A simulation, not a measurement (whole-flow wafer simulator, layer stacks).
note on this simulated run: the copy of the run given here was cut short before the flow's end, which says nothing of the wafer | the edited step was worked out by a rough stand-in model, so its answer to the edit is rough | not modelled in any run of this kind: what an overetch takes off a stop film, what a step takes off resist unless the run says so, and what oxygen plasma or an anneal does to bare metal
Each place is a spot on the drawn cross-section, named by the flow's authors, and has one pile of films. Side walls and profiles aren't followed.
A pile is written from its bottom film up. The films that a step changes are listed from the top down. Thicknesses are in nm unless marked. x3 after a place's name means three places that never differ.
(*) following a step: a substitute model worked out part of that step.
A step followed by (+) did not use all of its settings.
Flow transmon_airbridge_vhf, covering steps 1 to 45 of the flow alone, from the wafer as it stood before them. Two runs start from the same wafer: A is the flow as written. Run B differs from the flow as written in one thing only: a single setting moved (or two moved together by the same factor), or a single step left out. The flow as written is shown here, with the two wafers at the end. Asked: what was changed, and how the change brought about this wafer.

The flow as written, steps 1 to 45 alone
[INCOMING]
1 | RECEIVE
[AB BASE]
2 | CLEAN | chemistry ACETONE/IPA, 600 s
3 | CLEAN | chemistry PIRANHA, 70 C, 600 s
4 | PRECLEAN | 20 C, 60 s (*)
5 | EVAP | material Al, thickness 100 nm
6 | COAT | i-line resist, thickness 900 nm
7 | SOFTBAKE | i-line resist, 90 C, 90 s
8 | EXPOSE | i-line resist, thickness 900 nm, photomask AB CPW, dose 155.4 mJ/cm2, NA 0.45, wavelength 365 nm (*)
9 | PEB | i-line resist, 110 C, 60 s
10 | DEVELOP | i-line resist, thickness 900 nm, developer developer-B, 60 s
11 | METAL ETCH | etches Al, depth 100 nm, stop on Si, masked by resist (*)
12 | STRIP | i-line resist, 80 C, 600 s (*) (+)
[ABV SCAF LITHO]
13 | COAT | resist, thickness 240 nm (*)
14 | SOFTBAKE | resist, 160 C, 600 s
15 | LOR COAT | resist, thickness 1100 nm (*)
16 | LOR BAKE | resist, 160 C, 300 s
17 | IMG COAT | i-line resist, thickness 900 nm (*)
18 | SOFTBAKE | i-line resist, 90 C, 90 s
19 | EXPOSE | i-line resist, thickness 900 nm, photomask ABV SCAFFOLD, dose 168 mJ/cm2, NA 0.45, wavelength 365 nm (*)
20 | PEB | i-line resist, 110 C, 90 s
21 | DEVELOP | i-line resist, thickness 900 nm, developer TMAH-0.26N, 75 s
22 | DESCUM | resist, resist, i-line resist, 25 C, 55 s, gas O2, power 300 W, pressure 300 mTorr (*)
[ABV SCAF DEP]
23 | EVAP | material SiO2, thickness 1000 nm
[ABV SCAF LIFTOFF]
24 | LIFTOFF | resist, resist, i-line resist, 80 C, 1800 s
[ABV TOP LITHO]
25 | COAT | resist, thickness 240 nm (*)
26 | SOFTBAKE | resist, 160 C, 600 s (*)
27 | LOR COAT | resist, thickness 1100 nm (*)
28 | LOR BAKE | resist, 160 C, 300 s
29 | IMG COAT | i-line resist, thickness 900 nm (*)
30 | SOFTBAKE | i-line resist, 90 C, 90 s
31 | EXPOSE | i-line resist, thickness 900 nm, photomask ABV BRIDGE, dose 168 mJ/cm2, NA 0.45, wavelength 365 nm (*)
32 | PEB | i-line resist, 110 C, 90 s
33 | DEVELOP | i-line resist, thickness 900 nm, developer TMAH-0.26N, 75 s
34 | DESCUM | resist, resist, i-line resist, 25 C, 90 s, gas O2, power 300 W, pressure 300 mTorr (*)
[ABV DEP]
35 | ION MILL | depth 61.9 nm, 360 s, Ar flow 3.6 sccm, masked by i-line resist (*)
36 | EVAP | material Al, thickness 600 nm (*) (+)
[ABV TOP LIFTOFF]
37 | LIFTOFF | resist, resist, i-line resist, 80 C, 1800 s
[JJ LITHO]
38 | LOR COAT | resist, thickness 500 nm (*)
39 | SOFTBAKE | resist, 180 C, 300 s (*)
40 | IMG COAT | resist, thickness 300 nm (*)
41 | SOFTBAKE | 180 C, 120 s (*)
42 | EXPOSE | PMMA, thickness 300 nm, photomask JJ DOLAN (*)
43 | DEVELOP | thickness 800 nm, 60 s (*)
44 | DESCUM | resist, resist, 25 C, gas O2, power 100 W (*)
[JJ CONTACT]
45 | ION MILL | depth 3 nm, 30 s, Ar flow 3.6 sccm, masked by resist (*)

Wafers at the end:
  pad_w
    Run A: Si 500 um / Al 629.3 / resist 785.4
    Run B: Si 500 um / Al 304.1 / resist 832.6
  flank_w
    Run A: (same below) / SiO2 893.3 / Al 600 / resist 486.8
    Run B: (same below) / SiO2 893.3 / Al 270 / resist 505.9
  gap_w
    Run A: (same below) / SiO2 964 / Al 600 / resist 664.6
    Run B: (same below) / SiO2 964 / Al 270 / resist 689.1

The reason: step 36, EVAP: thickness 270 nm was run, while the flow as written has thickness 600 nm.
The wafer lets one read it off: flank_w has Al 270, and step 36 as written asks for 600 nm.

How this came from the change, step by step:
  36 | EVAP | material Al, thickness 600 nm (*) (+)
      field x3, jj_line, ground_far and 10 more: A Al gains 600 (new film) | B Al gains 270 (new film)
      pad_w, pad_e: A Al gains 591.2 | B Al gains 266.1
  37 | LIFTOFF | resist, resist, i-line resist, 80 C, 1800 s
      field x3, jj_line, trace_open_s x2: A Al loses 600 (all of it), i-line resist loses 600 (all of it), resist loses 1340 (all of it) | B Al loses 270 (all of it), i-line resist loses 600 (all of it), resist loses 1340 (all of it)
      margin_s, margin_n: A Al loses 600 (all of it), i-line resist loses 318.3 (all of it), resist loses 992 (all of it) | B Al loses 270 (all of it), i-line resist loses 318.3 (all of it), resist loses 992 (all of it)
      (also at 1 further place)
  38 | LOR COAT | resist, thickness 500 nm (*)
      pad_w, pad_e: A resist gains 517 (new film) | B resist gains 548.1 (new film)
      flank_w, flank_e: A resist gains 306.5 (new film) | B resist gains 314.4 (new film)
      (also at 6 further places)
  40 | IMG COAT | resist, thickness 300 nm (*)
      pad_w, pad_e: A resist gains 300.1 | B resist gains 316.2
      flank_w, flank_e: A resist gains 212.1 | B resist gains 223.3
      (also at 6 further places)
